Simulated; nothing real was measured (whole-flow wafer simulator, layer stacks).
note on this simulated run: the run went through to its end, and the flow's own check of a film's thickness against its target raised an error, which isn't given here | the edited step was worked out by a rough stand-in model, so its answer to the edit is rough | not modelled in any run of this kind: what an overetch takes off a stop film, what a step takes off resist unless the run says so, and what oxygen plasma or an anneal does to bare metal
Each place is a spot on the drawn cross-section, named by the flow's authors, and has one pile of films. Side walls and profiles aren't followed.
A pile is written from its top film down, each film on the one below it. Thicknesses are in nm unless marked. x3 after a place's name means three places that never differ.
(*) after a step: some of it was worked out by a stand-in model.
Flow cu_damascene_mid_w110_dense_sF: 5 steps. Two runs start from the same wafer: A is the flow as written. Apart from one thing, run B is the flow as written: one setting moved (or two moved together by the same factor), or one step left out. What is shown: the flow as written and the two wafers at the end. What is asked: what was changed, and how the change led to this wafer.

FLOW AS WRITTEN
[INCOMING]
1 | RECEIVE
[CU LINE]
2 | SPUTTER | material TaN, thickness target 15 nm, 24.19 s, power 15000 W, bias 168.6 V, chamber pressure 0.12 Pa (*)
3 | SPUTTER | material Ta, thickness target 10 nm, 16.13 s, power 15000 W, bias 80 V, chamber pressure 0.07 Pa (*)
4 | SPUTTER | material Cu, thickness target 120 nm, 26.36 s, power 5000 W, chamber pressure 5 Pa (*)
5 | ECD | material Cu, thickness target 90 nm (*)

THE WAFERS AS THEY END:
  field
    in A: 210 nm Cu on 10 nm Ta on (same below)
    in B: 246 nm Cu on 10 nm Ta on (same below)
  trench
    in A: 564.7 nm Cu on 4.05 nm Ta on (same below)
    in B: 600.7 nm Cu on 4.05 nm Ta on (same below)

What caused this: step 5, ECD: thickness target 126 nm was run, while the flow as written has thickness target 90 nm.

How this came from the change, step by step:
  5 | ECD | material Cu, thickness target 90 nm (*)
      field: A Cu gains 90 | B Cu gains 126
      trench: A Cu gains 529 | B Cu gains 565
